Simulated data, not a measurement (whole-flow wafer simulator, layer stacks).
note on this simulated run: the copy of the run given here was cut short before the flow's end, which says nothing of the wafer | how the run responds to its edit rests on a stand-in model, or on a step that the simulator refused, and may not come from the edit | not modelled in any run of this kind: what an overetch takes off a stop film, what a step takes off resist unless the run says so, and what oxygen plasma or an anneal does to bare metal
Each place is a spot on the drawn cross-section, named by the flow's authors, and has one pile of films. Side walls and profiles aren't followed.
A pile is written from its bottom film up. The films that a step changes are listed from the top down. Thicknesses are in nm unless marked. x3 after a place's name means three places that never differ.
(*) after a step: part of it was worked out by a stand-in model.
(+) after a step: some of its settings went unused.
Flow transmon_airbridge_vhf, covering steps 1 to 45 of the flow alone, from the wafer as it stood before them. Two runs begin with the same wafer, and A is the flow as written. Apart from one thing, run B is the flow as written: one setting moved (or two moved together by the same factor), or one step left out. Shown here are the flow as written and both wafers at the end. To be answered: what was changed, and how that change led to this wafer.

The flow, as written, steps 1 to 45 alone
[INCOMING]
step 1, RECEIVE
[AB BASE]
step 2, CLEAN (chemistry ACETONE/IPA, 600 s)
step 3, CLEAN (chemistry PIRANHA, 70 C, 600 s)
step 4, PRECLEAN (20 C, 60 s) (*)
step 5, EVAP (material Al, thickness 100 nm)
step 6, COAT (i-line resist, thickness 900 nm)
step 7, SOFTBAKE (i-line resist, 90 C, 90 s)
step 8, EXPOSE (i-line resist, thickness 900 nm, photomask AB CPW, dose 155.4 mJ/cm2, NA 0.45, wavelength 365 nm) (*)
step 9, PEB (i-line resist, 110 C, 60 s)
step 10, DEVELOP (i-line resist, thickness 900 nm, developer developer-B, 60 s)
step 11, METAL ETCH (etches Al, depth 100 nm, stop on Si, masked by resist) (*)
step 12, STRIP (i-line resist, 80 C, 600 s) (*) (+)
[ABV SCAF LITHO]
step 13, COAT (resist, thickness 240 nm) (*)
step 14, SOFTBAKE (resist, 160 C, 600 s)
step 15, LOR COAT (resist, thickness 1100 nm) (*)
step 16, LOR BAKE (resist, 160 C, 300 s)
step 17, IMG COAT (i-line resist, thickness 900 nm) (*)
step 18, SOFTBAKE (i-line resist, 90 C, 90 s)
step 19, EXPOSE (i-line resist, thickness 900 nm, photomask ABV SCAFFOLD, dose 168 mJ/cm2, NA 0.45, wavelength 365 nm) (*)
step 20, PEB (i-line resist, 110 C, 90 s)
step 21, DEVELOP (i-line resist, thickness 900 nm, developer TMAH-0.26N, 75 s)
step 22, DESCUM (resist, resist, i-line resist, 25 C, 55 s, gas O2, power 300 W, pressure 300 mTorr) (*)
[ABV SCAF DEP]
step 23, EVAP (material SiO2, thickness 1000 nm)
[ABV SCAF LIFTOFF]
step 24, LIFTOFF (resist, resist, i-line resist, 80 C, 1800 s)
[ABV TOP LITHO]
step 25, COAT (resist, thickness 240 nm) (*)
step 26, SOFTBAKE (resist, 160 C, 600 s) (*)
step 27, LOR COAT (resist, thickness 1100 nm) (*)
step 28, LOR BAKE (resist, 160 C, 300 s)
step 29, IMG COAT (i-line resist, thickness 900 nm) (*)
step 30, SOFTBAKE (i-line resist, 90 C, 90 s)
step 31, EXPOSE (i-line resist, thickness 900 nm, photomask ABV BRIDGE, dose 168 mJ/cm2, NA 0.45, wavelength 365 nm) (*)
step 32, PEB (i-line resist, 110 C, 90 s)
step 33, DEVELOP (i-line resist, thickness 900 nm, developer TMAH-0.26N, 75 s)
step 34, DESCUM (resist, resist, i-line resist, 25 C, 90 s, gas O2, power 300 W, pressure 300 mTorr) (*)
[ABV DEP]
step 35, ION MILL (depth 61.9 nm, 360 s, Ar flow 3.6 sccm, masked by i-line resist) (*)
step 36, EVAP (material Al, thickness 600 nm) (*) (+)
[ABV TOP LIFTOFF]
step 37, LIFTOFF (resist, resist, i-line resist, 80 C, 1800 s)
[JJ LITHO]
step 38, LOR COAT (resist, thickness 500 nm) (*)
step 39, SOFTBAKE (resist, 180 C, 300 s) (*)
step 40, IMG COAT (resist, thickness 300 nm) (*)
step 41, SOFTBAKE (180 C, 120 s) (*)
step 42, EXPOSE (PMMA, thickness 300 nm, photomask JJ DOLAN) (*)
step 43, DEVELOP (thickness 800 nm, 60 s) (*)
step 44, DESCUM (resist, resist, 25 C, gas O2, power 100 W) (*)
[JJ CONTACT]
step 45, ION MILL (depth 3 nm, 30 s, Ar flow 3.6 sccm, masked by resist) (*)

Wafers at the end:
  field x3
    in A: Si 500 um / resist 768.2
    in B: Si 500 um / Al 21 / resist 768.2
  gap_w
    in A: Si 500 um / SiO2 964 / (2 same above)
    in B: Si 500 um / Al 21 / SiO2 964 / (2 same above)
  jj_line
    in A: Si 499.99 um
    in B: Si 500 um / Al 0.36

The reason: step 5, EVAP: thickness 121 nm was run, while the flow as written has thickness 100 nm.

The path from the change to this, step by step:
  step 5, EVAP (material Al, thickness 100 nm)
      field x3, jj_line, ground_far and 12 more: A +100 Al (new film) | B +121 Al (new film)
  step 11, METAL ETCH (etches Al, depth 100 nm, stop on Si, masked by resist) (*)
      field x3, jj_line, gap_w, gap_e: A -100 Al (all of it) | B -100 Al
  step 45, ION MILL (depth 3 nm, 30 s, Ar flow 3.6 sccm, masked by resist) (*)
      jj_line: A -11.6 Si | B -20.6 Al
If metal films that touch count as one body, field x3 has 1 body; the flow as written gives 0 bodies.
If metal films that touch count as one body, gap_w has 2 bodies (between them, from the top down: SiO2 964); the flow as written gives 1 body.
If metal films that touch count as one body, jj_line has 1 body; the flow as written gives 0 bodies.
